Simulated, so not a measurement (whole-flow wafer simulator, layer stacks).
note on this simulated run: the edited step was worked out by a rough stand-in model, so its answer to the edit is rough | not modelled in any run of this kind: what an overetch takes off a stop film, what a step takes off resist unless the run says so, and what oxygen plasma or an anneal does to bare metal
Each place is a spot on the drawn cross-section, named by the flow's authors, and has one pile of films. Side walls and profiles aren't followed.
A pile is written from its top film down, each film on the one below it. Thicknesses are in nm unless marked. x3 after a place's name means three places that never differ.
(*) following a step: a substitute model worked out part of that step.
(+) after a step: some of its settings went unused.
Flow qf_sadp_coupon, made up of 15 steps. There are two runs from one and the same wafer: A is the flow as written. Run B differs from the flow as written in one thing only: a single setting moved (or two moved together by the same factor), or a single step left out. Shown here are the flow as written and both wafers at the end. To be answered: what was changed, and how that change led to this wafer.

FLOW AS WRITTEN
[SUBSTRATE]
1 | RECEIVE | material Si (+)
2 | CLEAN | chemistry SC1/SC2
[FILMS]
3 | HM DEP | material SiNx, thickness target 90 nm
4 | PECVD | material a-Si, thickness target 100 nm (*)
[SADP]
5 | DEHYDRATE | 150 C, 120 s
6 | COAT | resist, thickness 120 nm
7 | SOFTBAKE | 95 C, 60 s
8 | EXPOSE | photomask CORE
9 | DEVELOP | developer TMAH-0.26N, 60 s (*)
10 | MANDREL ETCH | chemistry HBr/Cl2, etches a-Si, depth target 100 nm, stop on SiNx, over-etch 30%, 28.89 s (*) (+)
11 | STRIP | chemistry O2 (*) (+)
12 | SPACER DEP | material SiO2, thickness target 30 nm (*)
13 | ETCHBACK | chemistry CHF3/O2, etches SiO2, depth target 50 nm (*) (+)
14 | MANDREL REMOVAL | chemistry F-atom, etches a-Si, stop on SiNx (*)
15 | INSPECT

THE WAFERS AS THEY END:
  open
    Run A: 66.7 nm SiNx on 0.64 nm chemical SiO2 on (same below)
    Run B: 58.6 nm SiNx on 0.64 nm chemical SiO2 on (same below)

What caused this: step 4, PECVD: thickness target 43.4 nm was run, whereas the flow has thickness target 100 nm.

Step by step, how the change led to this:
  4 | PECVD | material a-Si, thickness target 100 nm (*)
      m, open: A a-Si gains 100 (new film) | B a-Si gains 43.4 (new film)
  10 | MANDREL ETCH | chemistry HBr/Cl2, etches a-Si, depth target 100 nm, stop on SiNx, over-etch 30%, 28.89 s (*) (+)
      open: A a-Si loses 100 (all of it), SiNx loses 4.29 | B a-Si loses 43.4 (all of it), SiNx loses 12.4
  14 | MANDREL REMOVAL | chemistry F-atom, etches a-Si, stop on SiNx (*)
      m: A a-Si loses 95.8 (all of it) | B a-Si loses 39.2 (all of it)
